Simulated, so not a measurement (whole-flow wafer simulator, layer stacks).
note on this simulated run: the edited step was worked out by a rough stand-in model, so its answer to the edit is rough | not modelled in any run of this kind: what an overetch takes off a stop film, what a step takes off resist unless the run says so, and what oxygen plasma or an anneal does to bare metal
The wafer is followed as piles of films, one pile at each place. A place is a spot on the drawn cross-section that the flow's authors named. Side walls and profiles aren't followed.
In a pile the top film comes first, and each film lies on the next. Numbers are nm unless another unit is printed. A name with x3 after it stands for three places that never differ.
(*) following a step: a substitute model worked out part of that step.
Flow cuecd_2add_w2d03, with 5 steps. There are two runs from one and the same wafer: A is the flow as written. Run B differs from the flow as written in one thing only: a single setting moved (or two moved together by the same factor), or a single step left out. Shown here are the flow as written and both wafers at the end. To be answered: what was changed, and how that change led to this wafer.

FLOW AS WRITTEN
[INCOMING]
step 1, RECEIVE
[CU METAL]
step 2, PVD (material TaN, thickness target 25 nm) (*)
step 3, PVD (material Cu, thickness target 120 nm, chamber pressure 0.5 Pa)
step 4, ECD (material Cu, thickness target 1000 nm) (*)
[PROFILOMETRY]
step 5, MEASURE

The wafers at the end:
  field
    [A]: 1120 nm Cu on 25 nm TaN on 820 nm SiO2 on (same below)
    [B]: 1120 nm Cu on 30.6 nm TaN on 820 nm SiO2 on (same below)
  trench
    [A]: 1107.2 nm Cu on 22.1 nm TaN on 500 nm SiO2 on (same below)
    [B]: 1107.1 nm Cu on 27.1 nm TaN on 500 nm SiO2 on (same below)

Cause: step 2, PVD: thickness target 30.6 nm was run, while the flow as written has thickness target 25 nm.
The wafer itself shows it: field has TaN 30.6, and step 2 as written asks for 25 nm.

The path from the change to this, step by step:
  step 2, PVD (material TaN, thickness target 25 nm) (*)
      field: A +25 TaN (new film) | B +30.6 TaN (new film)
      trench: A +22.1 TaN (new film) | B +27.1 TaN (new film)
